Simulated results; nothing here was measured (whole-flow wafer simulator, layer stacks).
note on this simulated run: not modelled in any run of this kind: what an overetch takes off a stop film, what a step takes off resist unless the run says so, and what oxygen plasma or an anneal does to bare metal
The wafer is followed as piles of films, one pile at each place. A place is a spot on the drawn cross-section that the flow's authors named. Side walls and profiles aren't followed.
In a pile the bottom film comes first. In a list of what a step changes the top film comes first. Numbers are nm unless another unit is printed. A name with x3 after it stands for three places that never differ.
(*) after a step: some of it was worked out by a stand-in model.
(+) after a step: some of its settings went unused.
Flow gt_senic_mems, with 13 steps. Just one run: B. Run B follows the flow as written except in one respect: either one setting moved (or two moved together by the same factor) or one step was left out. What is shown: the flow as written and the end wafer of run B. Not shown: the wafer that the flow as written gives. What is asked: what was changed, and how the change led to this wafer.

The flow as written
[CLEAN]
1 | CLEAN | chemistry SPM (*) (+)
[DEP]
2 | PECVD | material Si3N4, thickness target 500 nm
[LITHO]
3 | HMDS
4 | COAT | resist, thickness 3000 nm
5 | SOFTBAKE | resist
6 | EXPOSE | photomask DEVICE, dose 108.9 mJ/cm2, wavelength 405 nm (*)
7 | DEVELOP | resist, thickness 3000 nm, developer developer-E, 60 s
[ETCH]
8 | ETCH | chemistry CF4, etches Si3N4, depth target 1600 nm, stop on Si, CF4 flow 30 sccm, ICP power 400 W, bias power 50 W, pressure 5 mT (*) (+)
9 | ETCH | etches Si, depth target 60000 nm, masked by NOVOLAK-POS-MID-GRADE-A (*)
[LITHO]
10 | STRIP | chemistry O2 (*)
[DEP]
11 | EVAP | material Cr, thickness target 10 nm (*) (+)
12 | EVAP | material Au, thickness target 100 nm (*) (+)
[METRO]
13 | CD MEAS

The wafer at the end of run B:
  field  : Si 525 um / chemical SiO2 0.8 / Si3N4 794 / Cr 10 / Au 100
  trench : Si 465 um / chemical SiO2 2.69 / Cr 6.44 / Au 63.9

Cause: step 2, PECVD: thickness target 794 nm was run, though the flow has thickness target 500 nm.
One can read it off the wafer: field has Si3N4 794, and step 2 as written asks for 500 nm.

The path from the change to this, step by step:
  2 | PECVD | material Si3N4, thickness target 500 nm
      field, trench: Si3N4 gains 794 (new film) (as written it would have been: Si3N4 gains 500 (new film))
  8 | ETCH | chemistry CF4, etches Si3N4, depth target 1600 nm, stop on Si, CF4 flow 30 sccm, ICP power 400 W, bias power 50 W, pressure 5 mT (*) (+)
      field: resist loses 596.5 (as written it would have been: resist loses 400.5)
      trench: Si3N4 loses 794 (all of it), chemical SiO2 loses 0.8 (all of it) (as written it would have been: Si3N4 loses 500 (all of it), chemical SiO2 loses 0.8 (all of it))
  10 | STRIP | chemistry O2 (*)
      field: resist loses 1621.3 (all of it) (as written it would have been: resist loses 1817.3 (all of it))
